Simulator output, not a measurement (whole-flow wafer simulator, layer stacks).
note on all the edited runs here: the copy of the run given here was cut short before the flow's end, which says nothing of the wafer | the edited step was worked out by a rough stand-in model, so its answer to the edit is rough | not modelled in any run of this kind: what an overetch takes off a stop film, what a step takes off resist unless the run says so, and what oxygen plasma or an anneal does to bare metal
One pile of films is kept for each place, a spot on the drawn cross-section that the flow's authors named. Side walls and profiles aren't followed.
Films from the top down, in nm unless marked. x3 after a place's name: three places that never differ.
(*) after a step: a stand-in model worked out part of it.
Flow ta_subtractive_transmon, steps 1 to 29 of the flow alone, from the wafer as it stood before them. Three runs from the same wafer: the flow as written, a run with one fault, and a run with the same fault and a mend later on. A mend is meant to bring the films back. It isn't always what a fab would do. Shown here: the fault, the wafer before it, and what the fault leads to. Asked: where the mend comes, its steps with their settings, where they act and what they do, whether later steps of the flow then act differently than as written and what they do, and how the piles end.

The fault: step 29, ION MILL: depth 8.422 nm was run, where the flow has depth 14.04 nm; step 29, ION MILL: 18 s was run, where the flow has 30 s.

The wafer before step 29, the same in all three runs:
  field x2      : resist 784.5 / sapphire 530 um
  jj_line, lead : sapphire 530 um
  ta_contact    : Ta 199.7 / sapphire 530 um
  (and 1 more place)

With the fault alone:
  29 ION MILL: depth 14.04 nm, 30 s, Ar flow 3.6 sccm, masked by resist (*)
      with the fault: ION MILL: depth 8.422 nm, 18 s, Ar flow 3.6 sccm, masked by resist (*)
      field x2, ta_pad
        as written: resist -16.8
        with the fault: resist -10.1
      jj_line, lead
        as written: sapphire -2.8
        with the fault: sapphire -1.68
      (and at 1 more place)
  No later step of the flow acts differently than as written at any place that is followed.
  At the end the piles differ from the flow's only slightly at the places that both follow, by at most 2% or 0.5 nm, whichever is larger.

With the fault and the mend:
  The mend comes after step 29.
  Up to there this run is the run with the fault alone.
  29a ION MILL: depth 5.615 nm, 12 s, Ar flow 3.6 sccm, masked by resist (*) (the flow's step 29 once more, with other settings)
      field x2, ta_pad
        resist -6.71
      jj_line, lead
        sapphire -1.12
      ta_contact
        Ta -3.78
  No later step of the flow acts differently than as written at any place that is followed.
  At the end the piles are the same as the flow's at every place that both follow.
